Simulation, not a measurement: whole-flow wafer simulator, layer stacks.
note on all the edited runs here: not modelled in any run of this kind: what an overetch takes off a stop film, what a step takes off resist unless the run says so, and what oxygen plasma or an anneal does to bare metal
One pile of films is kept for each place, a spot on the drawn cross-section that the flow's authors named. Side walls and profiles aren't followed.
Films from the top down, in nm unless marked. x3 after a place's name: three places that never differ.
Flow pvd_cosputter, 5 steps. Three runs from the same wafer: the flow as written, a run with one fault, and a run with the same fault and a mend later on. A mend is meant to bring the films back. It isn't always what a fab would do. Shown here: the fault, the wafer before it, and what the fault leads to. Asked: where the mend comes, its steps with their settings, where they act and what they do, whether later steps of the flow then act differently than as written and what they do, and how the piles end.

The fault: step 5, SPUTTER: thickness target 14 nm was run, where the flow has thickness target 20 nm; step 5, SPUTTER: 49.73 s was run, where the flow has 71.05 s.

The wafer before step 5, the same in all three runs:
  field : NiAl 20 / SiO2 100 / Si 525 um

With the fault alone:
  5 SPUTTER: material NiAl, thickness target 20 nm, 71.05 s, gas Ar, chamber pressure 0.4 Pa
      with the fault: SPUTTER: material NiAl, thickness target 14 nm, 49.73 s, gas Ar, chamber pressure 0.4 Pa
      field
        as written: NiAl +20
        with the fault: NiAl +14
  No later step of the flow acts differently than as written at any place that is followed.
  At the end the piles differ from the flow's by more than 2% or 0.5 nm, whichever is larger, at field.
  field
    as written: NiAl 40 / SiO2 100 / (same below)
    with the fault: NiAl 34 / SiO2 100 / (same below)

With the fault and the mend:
  The mend comes after step 5.
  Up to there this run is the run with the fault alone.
  5a SPUTTER: material NiAl, thickness target 6 nm, 21.32 s, gas Ar, chamber pressure 0.4 Pa (the flow's step 5 once more, with other settings)
      field
        NiAl +6
  No later step of the flow acts differently than as written at any place that is followed.
  At the end the piles are the same as the flow's at every place that both follow.
